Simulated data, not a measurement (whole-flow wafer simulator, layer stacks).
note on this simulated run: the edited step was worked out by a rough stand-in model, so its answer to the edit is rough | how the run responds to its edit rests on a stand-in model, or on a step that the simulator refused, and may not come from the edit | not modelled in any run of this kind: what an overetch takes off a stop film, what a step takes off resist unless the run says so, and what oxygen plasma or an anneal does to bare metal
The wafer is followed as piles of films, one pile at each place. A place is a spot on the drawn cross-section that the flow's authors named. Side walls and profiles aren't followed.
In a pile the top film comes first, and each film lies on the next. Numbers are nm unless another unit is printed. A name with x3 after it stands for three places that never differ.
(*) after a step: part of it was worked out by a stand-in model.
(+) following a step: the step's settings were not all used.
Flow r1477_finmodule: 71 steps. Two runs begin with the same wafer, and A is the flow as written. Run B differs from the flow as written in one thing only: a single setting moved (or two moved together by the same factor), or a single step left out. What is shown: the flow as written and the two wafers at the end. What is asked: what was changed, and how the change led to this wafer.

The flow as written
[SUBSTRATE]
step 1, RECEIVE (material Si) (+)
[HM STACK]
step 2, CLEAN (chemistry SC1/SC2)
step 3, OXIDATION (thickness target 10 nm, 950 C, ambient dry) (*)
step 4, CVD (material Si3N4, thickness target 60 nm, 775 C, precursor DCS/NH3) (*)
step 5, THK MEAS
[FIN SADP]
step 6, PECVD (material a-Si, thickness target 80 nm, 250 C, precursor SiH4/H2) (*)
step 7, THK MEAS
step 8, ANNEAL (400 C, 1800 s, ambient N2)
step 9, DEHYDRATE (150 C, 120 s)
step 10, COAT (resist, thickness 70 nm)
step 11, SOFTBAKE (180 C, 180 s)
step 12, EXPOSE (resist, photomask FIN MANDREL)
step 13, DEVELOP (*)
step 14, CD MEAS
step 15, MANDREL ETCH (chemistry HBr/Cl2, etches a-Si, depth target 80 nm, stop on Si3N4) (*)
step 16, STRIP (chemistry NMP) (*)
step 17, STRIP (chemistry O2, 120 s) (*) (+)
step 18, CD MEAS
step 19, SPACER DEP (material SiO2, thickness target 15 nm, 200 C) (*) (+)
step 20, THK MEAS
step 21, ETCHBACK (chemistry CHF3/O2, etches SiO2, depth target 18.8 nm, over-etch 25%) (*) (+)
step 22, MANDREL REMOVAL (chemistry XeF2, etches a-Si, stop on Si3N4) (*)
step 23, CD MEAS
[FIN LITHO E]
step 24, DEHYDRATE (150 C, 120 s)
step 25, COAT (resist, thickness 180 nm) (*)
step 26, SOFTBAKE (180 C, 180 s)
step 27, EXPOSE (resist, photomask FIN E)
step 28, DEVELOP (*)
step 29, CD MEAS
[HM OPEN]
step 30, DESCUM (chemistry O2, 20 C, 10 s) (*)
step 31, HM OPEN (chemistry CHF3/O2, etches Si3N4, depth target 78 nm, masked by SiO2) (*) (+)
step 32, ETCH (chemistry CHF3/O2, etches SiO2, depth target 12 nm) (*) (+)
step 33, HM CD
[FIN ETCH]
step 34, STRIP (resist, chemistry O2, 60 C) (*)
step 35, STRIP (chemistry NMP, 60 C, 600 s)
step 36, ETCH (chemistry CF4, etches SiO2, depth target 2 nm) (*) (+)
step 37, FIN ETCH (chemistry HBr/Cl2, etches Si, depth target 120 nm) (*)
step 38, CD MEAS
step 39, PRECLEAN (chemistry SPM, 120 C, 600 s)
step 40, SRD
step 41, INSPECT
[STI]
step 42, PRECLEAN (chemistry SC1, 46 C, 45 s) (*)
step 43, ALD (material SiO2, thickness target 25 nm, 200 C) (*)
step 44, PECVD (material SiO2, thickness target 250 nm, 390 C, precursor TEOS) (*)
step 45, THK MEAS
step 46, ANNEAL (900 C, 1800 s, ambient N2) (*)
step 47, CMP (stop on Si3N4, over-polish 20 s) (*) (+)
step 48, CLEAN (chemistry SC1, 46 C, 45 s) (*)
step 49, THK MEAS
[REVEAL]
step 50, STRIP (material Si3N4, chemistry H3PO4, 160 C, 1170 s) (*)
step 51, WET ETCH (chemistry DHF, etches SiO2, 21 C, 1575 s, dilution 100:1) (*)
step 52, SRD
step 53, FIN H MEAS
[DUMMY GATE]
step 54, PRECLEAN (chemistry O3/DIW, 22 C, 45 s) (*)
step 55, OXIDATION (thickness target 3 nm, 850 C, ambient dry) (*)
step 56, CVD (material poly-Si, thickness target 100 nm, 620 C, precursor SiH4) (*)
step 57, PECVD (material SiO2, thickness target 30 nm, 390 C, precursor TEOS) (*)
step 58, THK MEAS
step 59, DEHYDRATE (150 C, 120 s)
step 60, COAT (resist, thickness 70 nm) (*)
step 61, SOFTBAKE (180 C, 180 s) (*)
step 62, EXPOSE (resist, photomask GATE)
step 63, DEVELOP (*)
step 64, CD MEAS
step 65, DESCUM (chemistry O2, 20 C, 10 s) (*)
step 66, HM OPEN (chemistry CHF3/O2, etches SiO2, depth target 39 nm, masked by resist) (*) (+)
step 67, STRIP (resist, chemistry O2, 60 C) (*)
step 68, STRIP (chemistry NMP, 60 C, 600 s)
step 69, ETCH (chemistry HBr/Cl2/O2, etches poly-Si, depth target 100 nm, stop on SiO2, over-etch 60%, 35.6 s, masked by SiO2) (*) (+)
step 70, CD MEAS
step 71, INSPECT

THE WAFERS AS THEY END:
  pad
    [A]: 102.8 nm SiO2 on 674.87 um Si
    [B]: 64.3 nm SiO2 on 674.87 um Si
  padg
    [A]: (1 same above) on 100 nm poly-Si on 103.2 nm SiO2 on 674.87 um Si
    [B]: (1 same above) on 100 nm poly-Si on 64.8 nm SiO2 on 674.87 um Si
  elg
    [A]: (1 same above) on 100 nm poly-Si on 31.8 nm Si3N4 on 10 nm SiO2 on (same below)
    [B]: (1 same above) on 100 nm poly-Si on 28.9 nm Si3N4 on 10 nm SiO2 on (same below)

The reason: step 51, WET ETCH: 2284 s was run, though the flow has 1575 s.

How this came from the change, step by step:
  step 51, WET ETCH (chemistry DHF, etches SiO2, 21 C, 1575 s, dilution 100:1) (*)
      pad, padg, e40sg and 12 more: A -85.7 SiO2 | B -124.3 SiO2
      elg, e40lg, e100lg, e200lg, elo, e40lo, e100lo, e200lo: A -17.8 SiO2 (all of it), -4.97 Si3N4 | B -17.8 SiO2 (all of it), -7.86 Si3N4
      (as well as at 7 more places)
  step 56, CVD (material poly-Si, thickness target 100 nm, 620 C, precursor SiH4) (*)
      s40cg, s40co: A +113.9 poly-Si (new film) | B +151.5 poly-Si (new film)
      s45cg, s45co: A +113.4 poly-Si (new film) | B +151.5 poly-Si (new film)
      (as well as at 3 more places)
  step 60, COAT (resist, thickness 70 nm) (*)
      e40lg, e100lg, e200lg, elo, e40lo, e100lo, e200lo: A +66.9 resist (new film) | B +65.1 resist (new film)
      e40sg, eso, e40so: A +129.5 resist (new film) | B +163.3 resist (new film)
      (as well as at 16 more places)
  step 63, DEVELOP (*)
      elo, e40lo, e100lo, e200lo: A -66.9 resist (all of it) | B -65.1 resist (all of it)
      eso, e40so: A -129.5 resist (all of it) | B -163.3 resist (all of it)
      (as well as at 8 more places)
  step 67, STRIP (resist, chemistry O2, 60 C) (*)
      e40lg, e100lg, e200lg: A -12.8 resist (all of it) | B -11 resist (all of it)
      e40sg: A -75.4 resist (all of it) | B -109.2 resist (all of it)
      (as well as at 10 more places)
  step 69, ETCH (chemistry HBr/Cl2/O2, etches poly-Si, depth target 100 nm, stop on SiO2, over-etch 60%, 35.6 s, masked by SiO2) (*) (+)
      s40co: A -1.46 chemical SiO2 (all of it), -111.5 poly-Si (all of it), -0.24 SiO2 | B -1.6 chemical SiO2 (all of it), -149 poly-Si (all of it), -0.06 SiO2
      s45co: A -1.46 chemical SiO2 (all of it), -110.9 poly-Si (all of it), -0.25 SiO2 | B -1.6 chemical SiO2 (all of it), -149 poly-Si (all of it), -0.06 SiO2
      (as well as at 1 more place)
